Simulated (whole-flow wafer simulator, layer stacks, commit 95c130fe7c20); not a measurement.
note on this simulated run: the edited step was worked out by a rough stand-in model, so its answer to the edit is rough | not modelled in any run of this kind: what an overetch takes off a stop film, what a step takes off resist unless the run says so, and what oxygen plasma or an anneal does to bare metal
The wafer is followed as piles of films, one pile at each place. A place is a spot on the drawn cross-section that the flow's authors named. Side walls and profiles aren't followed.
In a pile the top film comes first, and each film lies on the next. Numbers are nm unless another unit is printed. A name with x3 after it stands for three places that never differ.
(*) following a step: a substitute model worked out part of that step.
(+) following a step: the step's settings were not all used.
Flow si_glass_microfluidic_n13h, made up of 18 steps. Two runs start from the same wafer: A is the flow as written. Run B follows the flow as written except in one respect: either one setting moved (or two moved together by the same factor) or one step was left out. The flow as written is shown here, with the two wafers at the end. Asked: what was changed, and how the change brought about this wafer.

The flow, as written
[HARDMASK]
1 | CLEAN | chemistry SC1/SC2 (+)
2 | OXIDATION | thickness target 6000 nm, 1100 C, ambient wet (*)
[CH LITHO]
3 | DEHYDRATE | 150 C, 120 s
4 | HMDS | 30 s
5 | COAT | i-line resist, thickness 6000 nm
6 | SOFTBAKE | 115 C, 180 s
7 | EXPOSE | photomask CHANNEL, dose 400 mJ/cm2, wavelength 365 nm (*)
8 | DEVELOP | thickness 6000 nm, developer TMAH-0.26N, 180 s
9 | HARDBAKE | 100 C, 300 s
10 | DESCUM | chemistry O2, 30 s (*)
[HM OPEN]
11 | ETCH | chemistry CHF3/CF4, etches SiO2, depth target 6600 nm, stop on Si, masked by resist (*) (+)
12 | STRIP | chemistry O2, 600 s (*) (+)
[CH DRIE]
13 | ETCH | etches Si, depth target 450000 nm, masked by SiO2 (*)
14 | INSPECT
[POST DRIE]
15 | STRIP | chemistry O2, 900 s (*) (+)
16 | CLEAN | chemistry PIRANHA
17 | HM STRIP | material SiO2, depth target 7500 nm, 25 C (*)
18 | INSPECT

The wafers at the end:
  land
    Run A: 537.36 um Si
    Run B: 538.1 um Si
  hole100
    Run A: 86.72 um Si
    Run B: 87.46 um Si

Cause: step 2, OXIDATION: 990 C was run, though the flow has 1100 C.

The path from the change to this, step by step:
  2 | OXIDATION | thickness target 6000 nm, 1100 C, ambient wet (*)
      land, hole100: A +6000 SiO2 (new film), -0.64 chemical SiO2 (all of it), -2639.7 Si | B +4318.5 SiO2 (new film), -0.64 chemical SiO2 (all of it), -1899.8 Si
  11 | ETCH | chemistry CHF3/CF4, etches SiO2, depth target 6600 nm, stop on Si, masked by resist (*) (+)
      hole100: A -6000 SiO2 (all of it) | B -4318.5 SiO2 (all of it)
  12 | STRIP | chemistry O2, 600 s (*) (+)
      land: A -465 i-line resist (all of it) | B -566.9 i-line resist (all of it)
  17 | HM STRIP | material SiO2, depth target 7500 nm, 25 C (*)
      land: A -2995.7 SiO2 (all of it) | B -1314.2 SiO2 (all of it)
